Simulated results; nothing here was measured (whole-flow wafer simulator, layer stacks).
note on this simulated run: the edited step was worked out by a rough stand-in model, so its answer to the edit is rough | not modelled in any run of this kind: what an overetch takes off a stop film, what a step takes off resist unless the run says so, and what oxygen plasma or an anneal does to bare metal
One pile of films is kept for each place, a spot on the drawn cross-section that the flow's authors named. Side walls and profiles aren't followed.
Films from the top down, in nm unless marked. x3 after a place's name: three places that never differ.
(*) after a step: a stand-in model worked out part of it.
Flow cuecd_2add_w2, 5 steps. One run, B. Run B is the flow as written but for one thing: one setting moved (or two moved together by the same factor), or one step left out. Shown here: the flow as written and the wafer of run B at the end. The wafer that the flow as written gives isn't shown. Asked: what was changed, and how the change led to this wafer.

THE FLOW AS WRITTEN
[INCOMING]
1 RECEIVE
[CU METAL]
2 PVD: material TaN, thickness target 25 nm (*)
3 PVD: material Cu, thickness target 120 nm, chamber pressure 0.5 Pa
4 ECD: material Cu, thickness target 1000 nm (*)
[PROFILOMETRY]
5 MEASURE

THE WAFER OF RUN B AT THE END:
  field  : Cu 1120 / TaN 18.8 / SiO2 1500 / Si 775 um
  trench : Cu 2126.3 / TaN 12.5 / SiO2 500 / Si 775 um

The cause: step 2, PVD: thickness target 18.8 nm was run, where the flow has thickness target 25 nm.
It can be read off the wafer: field has TaN 18.8, and step 2 as written asks for 25 nm.

How the change led to this, step by step:
  2 PVD: material TaN, thickness target 25 nm (*)
      field: TaN +18.8 (new film) (as written it would be: TaN +25 (new film))
      trench: TaN +12.5 (new film) (as written it would be: TaN +16.6 (new film))
